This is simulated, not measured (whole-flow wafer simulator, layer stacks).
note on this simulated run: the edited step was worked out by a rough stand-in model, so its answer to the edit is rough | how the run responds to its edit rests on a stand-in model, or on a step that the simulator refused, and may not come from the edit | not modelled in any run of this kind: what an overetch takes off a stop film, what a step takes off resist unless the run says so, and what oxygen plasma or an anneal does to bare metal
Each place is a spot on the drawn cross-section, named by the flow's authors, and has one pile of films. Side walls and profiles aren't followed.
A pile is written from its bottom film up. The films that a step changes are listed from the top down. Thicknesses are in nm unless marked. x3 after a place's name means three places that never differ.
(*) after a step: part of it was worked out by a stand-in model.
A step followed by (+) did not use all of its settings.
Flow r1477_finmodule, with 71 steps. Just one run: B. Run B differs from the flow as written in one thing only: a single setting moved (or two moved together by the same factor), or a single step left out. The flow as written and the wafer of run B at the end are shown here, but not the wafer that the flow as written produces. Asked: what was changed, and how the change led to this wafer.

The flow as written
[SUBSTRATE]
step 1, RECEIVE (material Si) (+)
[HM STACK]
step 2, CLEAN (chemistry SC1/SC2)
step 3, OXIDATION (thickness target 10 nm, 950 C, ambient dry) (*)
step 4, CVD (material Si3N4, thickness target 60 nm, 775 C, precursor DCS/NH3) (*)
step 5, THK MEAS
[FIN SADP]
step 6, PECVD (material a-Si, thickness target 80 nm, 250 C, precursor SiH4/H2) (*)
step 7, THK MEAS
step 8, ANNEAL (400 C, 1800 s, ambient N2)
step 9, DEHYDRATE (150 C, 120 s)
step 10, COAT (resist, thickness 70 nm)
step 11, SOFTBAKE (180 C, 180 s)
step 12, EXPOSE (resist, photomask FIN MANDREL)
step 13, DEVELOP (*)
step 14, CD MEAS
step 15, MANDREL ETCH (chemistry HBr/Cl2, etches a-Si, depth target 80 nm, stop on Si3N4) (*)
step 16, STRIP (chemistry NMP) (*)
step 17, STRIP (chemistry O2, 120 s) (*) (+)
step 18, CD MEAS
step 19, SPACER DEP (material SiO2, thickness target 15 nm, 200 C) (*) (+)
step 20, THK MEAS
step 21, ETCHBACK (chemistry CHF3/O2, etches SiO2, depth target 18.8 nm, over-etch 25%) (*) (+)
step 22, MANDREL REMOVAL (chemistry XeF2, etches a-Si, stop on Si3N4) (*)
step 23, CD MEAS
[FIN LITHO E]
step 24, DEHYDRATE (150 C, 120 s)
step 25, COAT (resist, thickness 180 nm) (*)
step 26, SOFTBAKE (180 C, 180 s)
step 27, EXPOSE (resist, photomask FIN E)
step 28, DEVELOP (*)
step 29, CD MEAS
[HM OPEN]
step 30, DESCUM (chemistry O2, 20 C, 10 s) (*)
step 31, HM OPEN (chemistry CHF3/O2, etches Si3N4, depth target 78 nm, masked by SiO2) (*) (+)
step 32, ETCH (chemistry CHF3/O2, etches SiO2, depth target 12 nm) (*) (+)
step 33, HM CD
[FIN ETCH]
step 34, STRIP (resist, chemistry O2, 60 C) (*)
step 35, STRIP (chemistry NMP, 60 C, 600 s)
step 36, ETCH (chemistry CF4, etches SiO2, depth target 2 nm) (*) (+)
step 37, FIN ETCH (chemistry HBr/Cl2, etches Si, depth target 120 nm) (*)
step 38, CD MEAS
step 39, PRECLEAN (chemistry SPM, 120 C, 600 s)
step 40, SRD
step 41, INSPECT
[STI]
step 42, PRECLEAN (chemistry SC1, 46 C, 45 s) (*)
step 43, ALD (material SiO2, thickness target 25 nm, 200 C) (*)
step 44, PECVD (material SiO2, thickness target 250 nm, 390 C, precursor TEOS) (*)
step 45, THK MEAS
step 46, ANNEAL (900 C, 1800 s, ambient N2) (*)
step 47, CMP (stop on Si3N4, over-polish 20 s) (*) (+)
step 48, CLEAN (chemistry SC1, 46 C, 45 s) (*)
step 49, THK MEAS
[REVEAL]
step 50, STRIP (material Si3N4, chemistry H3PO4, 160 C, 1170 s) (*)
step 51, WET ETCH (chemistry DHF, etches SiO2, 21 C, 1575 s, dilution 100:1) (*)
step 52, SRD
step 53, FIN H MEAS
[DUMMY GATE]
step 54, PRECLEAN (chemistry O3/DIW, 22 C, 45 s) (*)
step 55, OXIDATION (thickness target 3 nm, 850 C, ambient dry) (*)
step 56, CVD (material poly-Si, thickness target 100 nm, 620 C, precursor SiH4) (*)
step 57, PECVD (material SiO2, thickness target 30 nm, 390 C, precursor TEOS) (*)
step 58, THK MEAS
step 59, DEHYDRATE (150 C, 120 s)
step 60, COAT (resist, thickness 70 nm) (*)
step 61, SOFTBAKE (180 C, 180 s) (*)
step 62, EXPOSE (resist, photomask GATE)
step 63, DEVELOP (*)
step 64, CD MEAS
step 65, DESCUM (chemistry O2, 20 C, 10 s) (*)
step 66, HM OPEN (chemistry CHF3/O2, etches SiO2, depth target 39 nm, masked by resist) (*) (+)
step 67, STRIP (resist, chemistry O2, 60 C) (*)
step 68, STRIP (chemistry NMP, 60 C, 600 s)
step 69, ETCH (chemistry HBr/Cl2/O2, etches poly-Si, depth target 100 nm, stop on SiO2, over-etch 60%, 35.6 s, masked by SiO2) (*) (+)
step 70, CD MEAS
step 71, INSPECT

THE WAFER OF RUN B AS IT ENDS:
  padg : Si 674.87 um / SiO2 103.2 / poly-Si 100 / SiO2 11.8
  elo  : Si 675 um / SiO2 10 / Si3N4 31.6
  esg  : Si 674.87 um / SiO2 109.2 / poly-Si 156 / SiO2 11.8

What caused this: step 57, PECVD: thickness target 17.1 nm was run, whereas the flow has thickness target 30 nm.

How this came from the change, step by step:
  step 57, PECVD (material SiO2, thickness target 30 nm, 390 C, precursor TEOS) (*)
      pad, padg, elg and 33 more: +17.1 SiO2 (new film) (it would be, as written: +30 SiO2 (new film))
  step 66, HM OPEN (chemistry CHF3/O2, etches SiO2, depth target 39 nm, masked by resist) (*) (+)
      pad, elo, eso and 15 more: -17.1 SiO2 (all of it), -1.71 poly-Si (it would be, as written: -30 SiO2 (all of it), -1.8 poly-Si)
      padg, elg, esg and 15 more: -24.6 resist (it would be, as written: -37.4 resist)
  step 67, STRIP (resist, chemistry O2, 60 C) (*)
      padg, elg, esg: -28.7 resist (all of it) (it would be, as written: -15.9 resist (all of it))
      e40lg, e100lg, e200lg: -25.6 resist (all of it) (it would be, as written: -12.8 resist (all of it))
      (also at 12 further places)
